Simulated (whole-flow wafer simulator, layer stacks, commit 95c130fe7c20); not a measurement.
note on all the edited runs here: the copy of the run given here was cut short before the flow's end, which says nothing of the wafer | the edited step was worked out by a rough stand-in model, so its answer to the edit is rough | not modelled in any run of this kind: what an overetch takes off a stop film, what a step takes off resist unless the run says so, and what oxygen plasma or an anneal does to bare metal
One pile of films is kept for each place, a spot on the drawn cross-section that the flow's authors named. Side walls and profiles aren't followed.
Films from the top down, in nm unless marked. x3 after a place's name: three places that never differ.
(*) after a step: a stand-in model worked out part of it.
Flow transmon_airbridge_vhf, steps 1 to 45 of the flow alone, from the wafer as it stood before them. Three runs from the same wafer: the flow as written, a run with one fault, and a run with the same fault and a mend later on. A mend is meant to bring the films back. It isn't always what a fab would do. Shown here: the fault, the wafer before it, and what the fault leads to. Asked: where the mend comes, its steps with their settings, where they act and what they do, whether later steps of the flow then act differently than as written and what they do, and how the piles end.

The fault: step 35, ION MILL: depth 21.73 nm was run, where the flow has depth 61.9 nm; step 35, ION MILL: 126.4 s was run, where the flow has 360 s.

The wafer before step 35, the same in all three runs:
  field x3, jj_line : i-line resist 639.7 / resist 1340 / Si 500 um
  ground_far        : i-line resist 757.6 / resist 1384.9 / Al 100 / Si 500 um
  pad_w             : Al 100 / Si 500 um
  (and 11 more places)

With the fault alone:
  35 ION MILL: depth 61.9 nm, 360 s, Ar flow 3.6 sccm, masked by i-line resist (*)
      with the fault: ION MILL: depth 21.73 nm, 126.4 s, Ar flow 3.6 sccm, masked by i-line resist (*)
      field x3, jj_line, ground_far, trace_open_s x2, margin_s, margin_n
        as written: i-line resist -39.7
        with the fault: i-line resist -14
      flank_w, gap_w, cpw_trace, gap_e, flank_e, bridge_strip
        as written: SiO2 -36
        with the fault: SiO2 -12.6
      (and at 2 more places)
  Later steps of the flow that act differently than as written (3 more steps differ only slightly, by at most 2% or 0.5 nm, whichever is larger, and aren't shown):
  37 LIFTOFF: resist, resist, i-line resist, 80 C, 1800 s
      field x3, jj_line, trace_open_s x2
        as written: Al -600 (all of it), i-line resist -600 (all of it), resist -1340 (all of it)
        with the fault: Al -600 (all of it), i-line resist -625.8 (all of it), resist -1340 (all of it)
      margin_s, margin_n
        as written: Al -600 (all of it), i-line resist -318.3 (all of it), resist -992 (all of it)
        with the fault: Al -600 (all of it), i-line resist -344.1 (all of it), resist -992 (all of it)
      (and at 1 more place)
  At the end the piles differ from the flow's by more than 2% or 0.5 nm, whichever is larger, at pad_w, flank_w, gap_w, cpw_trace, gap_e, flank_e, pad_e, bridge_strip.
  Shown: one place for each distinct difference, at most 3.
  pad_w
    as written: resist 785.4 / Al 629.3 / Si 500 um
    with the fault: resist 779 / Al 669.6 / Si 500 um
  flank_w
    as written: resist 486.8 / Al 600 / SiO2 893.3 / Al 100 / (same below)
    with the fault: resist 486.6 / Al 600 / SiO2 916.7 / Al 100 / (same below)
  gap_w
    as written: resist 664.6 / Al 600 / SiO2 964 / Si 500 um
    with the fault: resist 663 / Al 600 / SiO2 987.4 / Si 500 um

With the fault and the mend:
  The mend comes after step 35.
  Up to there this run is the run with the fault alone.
  35a ION MILL: depth 40.17 nm, 233.6 s, Ar flow 3.6 sccm, masked by i-line resist (*) (the flow's step 35 once more, with other settings)
      field x3, jj_line, ground_far, trace_open_s x2, margin_s, margin_n
        i-line resist -25.8
      flank_w, gap_w, cpw_trace, gap_e, flank_e, bridge_strip
        SiO2 -23.3
      pad_w, pad_e
        Al -40.2
  No later step of the flow acts differently than as written at any place that is followed.
  At the end the piles are the same as the flow's at every place that both follow.
